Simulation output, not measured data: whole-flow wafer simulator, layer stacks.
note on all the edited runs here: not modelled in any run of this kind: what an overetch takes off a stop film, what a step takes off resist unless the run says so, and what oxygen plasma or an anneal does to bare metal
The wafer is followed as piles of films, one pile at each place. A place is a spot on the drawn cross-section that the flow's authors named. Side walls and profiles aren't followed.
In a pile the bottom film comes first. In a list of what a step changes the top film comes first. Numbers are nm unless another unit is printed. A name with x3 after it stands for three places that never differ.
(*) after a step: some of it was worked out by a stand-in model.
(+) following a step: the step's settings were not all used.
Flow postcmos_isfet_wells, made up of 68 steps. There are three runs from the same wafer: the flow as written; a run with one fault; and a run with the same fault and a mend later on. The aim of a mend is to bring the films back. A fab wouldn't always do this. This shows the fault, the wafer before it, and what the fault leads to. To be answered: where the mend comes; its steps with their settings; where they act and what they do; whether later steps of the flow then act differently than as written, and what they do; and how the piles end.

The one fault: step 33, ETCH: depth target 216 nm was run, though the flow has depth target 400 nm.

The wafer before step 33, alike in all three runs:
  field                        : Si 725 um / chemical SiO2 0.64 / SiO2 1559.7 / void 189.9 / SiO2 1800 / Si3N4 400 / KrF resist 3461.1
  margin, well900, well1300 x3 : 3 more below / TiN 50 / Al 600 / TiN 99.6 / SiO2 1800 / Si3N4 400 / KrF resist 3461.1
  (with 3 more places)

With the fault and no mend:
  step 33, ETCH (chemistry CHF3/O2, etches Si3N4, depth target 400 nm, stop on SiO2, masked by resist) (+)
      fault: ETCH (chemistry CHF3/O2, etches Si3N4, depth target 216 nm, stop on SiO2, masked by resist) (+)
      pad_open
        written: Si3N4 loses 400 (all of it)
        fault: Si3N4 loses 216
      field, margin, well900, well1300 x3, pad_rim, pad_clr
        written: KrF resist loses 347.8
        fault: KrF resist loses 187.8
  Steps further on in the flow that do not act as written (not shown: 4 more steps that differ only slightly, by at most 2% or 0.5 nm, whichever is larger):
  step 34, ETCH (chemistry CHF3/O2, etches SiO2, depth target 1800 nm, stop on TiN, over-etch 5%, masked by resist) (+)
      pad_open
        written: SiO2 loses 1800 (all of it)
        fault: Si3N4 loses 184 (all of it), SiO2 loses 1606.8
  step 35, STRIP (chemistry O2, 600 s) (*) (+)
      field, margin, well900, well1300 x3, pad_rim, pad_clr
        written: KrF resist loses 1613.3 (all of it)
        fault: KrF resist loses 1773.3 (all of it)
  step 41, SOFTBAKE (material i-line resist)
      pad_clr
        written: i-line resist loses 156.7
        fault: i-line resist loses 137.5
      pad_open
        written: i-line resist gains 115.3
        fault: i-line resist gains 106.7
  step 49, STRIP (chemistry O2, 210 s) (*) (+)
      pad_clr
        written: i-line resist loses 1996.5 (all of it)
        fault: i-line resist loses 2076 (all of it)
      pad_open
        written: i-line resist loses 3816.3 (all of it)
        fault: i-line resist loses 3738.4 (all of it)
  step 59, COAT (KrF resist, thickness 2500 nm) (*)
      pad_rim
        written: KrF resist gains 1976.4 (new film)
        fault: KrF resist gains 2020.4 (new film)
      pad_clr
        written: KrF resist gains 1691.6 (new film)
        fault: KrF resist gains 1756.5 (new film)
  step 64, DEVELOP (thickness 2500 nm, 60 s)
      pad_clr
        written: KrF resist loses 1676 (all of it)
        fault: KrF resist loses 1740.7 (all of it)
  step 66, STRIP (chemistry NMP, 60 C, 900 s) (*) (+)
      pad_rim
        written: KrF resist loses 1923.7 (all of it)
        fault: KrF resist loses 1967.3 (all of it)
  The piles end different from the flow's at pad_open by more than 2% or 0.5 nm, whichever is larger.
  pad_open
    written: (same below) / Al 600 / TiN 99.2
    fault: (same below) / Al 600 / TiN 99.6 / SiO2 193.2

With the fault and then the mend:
  After step 33 comes the mend.
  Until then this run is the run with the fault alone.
  step 33a, ETCH (chemistry CHF3/O2, etches Si3N4, depth target 184 nm, stop on SiO2, masked by resist) (the flow's step 33 again, with other settings)
      field, margin, well900, well1300 x3, pad_rim, pad_clr
        KrF resist loses 160
      pad_open
        Si3N4 loses 184 (all of it)
  Every later step of the flow that is run acts as written at every place that is followed.
  The piles end the same as the flow's at every place that both follow.
